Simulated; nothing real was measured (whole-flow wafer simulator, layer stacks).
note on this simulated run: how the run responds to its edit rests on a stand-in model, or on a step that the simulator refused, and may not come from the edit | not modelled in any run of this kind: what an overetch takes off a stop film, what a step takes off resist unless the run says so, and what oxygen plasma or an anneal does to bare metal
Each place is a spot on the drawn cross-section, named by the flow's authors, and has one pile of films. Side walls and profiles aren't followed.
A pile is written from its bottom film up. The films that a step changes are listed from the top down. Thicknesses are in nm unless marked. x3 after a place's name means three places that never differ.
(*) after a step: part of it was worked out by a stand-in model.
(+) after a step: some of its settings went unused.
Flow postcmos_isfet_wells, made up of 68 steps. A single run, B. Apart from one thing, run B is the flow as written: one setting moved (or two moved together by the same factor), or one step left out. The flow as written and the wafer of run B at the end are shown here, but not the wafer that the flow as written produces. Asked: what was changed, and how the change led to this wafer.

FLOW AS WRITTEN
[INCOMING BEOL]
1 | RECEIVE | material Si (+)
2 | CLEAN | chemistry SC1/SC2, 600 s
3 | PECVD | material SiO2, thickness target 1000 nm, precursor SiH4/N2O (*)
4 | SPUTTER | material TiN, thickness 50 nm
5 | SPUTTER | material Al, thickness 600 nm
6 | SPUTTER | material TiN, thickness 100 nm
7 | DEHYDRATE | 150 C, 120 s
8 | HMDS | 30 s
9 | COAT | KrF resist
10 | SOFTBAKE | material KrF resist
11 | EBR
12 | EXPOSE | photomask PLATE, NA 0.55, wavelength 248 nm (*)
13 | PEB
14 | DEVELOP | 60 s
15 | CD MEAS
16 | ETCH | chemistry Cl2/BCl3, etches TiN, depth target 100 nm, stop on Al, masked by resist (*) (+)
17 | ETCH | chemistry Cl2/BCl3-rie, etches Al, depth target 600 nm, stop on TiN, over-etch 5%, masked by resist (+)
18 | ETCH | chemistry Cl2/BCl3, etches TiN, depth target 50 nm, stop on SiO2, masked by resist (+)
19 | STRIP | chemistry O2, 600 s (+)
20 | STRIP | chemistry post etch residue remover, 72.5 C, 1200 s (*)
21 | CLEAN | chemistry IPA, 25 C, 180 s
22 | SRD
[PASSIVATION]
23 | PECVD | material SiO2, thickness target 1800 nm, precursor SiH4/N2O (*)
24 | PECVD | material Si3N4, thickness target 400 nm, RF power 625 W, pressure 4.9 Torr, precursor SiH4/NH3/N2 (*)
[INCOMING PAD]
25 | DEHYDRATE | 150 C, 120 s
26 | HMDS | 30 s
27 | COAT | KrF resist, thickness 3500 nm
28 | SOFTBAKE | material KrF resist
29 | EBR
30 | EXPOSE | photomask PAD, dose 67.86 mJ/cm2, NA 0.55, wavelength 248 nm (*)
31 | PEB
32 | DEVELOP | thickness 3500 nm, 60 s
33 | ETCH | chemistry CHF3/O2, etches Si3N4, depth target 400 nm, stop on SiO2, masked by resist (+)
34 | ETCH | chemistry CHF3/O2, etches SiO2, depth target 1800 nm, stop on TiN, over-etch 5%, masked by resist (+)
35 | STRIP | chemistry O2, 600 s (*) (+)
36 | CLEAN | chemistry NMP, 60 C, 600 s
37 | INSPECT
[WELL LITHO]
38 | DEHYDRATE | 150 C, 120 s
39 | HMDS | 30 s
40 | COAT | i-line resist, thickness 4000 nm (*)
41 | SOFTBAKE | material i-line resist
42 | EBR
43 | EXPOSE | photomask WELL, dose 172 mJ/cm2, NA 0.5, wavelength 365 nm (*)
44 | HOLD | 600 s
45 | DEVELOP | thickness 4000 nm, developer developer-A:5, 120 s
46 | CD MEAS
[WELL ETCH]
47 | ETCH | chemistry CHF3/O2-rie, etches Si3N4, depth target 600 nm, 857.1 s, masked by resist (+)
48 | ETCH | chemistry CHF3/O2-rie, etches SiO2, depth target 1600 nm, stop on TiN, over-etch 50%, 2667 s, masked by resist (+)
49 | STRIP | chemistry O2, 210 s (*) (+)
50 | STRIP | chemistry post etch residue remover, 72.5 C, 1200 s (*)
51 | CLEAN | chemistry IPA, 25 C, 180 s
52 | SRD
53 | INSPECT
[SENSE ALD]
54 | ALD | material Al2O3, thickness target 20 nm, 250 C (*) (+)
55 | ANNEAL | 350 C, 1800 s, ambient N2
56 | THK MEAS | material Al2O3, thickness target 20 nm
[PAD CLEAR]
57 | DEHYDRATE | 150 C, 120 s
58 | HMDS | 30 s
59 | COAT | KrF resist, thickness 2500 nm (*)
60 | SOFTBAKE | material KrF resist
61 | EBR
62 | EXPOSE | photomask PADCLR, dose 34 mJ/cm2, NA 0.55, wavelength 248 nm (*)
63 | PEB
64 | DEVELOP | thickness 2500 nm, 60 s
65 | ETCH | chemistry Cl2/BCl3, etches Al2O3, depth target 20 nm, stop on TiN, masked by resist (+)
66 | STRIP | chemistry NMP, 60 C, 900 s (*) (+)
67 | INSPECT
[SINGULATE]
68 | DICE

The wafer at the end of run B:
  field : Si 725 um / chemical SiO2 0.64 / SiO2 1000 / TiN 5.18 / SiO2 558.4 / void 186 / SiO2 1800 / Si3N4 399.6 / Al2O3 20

Cause: step 18, ETCH: depth target 44.4 nm was run, though the flow has depth target 50 nm.

How this came from the change, step by step:
  18 | ETCH | chemistry Cl2/BCl3, etches TiN, depth target 50 nm, stop on SiO2, masked by resist (+)
      field: -44.4 TiN (it would be, as written: -50 TiN (all of it))
      margin, well900, well1300 x3, pad_rim, pad_clr, pad_open: -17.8 KrF resist (it would be, as written: -20 KrF resist)
  23 | PECVD | material SiO2, thickness target 1800 nm, precursor SiH4/N2O (*)
      field: +1800 SiO2 (new film), +186 void (new film), +558.4 SiO2 (new film) (it would be, as written: +1800 SiO2 (new film), +189.9 void (new film), +559.7 SiO2)
With metal films that touch counted as one body, field has 1 body; the flow as written gives 0 bodies.
